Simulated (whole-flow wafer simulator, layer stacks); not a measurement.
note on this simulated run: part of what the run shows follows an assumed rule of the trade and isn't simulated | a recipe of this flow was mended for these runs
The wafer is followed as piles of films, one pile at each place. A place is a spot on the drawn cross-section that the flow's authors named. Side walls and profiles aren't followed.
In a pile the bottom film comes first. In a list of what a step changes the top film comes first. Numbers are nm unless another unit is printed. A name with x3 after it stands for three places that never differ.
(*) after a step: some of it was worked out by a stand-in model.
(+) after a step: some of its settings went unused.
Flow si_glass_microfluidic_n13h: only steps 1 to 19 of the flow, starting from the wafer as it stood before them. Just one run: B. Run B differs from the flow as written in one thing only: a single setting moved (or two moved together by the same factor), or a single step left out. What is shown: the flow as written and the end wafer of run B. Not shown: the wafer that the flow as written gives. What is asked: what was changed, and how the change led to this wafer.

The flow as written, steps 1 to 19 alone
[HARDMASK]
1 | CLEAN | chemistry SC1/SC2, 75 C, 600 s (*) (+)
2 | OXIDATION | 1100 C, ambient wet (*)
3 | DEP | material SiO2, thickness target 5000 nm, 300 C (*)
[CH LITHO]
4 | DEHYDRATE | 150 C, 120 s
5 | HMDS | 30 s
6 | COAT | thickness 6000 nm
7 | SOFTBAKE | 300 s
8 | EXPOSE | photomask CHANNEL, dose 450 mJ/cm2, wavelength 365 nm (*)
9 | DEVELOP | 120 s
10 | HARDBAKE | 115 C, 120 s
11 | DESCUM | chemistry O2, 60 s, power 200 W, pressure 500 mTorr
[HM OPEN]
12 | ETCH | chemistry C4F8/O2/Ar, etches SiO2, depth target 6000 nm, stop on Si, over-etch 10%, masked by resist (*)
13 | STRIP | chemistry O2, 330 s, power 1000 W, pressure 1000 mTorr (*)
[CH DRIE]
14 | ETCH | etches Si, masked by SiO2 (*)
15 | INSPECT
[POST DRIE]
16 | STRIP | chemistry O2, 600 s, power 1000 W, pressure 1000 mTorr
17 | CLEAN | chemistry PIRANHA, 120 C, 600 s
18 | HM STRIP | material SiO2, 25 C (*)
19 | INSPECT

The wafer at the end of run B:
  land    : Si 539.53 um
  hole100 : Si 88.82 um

Cause: step 2, OXIDATION: 1118 C was run, though the flow has 1100 C.

Step by step, how the change led to this:
  2 | OXIDATION | 1100 C, ambient wet (*)
      land, hole100: SiO2 gains 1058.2 (new film), chemical SiO2 loses 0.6 (all of it), Si loses 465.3 (in the flow as written it would be: SiO2 gains 1000 (new film), chemical SiO2 loses 0.6 (all of it), Si loses 439.7)
  12 | ETCH | chemistry C4F8/O2/Ar, etches SiO2, depth target 6000 nm, stop on Si, over-etch 10%, masked by resist (*)
      hole100: SiO2 loses 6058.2 (all of it), Si loses 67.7 (in the flow as written it would be: SiO2 loses 6000 (all of it), Si loses 75)
  18 | HM STRIP | material SiO2, 25 C (*)
      land: SiO2 loses 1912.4 (all of it) (in the flow as written it would be: SiO2 loses 1854.4 (all of it))
